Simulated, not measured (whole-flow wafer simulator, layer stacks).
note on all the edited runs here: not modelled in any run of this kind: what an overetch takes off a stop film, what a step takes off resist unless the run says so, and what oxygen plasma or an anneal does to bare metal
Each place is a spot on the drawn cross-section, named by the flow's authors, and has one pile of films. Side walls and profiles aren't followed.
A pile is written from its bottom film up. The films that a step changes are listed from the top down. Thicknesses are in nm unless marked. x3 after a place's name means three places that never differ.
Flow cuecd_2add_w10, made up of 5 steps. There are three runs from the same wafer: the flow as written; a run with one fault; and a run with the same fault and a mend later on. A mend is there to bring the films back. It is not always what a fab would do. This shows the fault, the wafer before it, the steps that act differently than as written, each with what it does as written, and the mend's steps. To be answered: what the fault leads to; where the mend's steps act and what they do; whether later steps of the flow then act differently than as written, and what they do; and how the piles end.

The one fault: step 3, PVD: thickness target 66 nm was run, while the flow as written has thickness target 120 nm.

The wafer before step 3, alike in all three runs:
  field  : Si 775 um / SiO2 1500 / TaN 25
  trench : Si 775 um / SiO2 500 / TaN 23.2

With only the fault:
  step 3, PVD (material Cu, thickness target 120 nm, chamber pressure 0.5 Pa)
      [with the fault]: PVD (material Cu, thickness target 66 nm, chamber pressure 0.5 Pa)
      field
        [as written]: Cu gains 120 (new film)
        [with the fault]: Cu gains 66 (new film)
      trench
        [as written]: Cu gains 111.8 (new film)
        [with the fault]: Cu gains 61.4 (new film)
  None of the later steps of the flow acts differently than as written at any place that is followed.
  The piles end different from the flow's at field, trench by more than 2% or 0.5 nm, whichever is larger.
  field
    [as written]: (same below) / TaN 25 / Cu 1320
    [with the fault]: (same below) / TaN 25 / Cu 1266
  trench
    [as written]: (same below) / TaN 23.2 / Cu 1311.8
    [with the fault]: (same below) / TaN 23.2 / Cu 1261.4

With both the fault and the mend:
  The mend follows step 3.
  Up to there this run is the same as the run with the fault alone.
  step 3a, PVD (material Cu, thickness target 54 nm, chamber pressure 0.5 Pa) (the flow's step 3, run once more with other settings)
      field
        Cu gains 54
      trench
        Cu gains 50.2
  None of the later steps of the flow acts differently than as written at any place that is followed.
  When the end is reached, the piles differ only a little from the flow's at the places that both follow, at most by 2% or 0.5 nm, whichever is larger.
